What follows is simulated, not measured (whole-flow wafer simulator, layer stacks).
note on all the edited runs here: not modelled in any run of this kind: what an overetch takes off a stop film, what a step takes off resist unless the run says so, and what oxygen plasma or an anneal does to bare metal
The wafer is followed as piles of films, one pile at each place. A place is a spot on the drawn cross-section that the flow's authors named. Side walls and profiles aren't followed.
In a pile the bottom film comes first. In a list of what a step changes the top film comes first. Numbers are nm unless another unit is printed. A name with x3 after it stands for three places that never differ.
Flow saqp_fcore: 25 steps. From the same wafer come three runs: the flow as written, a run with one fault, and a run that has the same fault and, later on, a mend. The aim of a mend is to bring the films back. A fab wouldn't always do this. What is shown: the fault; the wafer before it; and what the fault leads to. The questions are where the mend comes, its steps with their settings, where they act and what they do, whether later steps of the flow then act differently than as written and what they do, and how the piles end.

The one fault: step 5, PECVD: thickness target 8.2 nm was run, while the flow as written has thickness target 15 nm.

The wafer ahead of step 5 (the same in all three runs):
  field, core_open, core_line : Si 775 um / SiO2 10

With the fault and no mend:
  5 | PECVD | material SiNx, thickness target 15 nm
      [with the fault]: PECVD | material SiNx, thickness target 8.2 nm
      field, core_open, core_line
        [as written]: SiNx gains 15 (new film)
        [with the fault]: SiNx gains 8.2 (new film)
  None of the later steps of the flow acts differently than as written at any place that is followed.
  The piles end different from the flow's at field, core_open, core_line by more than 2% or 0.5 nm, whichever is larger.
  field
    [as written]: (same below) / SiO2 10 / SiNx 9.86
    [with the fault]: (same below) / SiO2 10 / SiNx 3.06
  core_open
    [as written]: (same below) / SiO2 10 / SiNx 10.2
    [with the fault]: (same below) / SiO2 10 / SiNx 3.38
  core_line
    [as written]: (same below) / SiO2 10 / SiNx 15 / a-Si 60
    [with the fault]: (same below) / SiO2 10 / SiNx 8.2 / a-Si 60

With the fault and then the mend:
  The mend follows step 5.
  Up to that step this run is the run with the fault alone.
  5a | PECVD | material SiNx, thickness target 6.8 nm (a further turn of the flow's step 5, with different settings)
      field, core_open, core_line
        SiNx gains 6.8
  None of the later steps of the flow acts differently than as written at any place that is followed.
  At every place that both follow, the piles at the end match the flow's.
